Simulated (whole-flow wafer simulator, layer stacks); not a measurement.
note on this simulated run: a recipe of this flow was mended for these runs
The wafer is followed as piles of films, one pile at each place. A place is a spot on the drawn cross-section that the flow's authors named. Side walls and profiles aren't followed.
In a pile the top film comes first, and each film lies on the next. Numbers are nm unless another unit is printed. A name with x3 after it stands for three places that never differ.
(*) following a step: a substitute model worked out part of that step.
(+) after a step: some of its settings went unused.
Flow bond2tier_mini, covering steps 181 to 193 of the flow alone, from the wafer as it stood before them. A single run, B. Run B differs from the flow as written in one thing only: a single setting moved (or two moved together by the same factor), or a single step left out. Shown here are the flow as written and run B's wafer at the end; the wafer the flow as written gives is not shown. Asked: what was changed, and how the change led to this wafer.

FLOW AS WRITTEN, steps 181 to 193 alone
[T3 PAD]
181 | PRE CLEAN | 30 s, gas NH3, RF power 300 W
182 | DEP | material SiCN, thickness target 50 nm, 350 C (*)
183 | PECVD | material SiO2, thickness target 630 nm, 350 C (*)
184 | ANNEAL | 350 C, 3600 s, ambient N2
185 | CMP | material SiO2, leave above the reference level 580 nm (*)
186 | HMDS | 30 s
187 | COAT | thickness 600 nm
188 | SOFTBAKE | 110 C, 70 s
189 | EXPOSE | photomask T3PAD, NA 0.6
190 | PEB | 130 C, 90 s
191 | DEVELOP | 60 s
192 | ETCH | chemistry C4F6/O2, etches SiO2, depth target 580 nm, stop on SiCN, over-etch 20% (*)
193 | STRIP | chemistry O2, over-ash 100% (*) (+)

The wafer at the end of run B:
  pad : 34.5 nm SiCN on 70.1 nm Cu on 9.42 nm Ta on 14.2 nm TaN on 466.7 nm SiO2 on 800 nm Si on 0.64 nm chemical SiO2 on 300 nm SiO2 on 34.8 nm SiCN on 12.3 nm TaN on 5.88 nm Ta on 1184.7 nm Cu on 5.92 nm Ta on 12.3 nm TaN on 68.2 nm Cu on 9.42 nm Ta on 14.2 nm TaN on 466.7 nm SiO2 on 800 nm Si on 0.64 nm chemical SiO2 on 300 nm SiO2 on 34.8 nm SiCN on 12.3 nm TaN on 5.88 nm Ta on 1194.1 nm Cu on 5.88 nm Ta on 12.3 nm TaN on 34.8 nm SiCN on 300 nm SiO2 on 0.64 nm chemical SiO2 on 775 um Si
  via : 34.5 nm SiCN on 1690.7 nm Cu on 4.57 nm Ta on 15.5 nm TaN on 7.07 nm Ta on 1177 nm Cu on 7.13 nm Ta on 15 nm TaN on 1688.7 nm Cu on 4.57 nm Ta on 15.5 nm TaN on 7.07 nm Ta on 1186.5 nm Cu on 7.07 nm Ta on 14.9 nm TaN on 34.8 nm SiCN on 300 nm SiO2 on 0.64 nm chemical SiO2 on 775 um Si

The reason: step 192, ETCH: over-etch 15.8% was run, though the flow has over-etch 20%.

How this came from the change, step by step:
  192 | ETCH | chemistry C4F6/O2, etches SiO2, depth target 580 nm, stop on SiCN, over-etch 20% (*)
      pad, via: SiO2 loses 580 (all of it), SiCN loses 15.5 (as written it would have been: SiO2 loses 580 (all of it), SiCN loses 19.6)
      field: thick-KrF-resist loses 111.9 (as written it would have been: thick-KrF-resist loses 116)
